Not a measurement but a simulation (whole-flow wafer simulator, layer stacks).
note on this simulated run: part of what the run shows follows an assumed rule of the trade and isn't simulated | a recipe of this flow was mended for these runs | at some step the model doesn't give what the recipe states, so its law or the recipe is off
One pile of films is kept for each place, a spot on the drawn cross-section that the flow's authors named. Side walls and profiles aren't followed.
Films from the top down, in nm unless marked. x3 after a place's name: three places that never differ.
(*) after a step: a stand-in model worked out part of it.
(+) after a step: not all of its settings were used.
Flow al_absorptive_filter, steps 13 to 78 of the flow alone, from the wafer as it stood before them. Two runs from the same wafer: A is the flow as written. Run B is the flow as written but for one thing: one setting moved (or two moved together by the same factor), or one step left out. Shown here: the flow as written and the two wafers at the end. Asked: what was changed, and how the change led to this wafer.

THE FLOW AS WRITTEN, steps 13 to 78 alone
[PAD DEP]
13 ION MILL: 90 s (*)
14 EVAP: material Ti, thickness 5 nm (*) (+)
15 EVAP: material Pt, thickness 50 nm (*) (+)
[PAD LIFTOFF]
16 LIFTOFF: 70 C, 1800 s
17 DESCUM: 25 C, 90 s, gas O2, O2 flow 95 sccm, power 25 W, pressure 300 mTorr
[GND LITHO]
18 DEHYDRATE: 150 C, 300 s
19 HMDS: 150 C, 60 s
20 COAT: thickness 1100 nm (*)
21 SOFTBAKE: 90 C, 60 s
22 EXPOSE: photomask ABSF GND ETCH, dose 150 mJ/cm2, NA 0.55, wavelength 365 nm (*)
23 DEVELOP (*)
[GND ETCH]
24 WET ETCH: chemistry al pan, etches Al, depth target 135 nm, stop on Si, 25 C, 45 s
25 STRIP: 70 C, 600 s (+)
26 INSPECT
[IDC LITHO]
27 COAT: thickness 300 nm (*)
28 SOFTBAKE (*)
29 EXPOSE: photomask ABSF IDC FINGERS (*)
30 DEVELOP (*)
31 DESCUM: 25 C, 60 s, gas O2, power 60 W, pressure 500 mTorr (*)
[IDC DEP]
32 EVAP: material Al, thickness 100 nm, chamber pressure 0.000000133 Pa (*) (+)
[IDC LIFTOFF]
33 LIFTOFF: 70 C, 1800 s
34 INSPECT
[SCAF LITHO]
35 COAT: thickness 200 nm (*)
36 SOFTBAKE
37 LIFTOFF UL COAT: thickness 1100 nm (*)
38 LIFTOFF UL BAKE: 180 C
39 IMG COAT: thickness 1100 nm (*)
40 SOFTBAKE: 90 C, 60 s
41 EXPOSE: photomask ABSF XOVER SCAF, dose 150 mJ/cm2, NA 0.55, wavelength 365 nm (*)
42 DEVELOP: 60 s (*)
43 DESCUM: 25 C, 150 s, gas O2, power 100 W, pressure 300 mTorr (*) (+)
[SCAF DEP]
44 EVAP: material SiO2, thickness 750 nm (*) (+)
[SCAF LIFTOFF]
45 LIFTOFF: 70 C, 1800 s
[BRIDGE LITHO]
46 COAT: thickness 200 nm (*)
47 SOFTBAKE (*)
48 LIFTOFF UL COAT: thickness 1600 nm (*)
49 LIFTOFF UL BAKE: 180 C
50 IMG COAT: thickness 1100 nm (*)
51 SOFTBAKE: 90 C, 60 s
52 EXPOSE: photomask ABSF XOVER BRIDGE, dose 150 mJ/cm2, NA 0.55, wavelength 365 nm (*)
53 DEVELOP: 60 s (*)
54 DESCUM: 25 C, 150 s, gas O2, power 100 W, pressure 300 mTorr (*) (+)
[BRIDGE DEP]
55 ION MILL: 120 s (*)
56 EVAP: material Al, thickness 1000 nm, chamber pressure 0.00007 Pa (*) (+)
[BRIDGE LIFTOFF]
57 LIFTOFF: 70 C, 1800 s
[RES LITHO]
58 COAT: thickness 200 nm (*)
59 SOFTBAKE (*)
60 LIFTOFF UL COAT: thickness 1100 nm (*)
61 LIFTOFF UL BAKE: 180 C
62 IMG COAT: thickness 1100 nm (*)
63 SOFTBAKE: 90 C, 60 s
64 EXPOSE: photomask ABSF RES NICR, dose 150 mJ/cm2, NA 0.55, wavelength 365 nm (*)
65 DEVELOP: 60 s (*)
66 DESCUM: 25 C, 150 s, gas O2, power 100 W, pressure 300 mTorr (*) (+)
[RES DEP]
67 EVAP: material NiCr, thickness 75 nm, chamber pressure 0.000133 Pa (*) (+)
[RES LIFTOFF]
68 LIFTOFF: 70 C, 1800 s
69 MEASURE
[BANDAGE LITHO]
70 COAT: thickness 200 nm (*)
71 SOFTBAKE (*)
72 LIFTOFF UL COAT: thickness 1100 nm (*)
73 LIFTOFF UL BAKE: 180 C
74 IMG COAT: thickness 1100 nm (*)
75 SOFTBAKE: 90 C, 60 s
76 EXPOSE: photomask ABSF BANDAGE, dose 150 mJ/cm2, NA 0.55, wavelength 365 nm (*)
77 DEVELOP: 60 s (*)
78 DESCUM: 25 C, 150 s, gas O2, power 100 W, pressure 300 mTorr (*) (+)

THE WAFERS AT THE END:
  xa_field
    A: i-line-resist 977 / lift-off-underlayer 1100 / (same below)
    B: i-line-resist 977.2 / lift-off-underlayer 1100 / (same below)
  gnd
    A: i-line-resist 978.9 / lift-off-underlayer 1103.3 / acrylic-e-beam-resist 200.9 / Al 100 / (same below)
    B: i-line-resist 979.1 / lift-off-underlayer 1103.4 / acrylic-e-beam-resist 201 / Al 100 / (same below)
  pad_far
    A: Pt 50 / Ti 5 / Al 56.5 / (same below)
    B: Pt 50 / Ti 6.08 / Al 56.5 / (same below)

The cause: step 14, EVAP: thickness 6.08 nm was run, where the flow has thickness 5 nm.
It can be read off the wafer: pad_far has Ti 6.08, and step 14 as written asks for 5 nm.

How the change led to this, step by step:
  14 EVAP: material Ti, thickness 5 nm (*) (+)
      gnd, pad_far, pad_near and 11 more: A Ti +5 (new film) | B Ti +6.08 (new film)
  16 LIFTOFF: 70 C, 1800 s
      gnd, ledge, res and 9 more: A Pt -50 (all of it), Ti -5 (all of it), i-line-resist -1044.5 (all of it), lift-off-underlayer -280 (all of it) | B Pt -50 (all of it), Ti -6.08 (all of it), i-line-resist -1044.5 (all of it), lift-off-underlayer -280 (all of it)
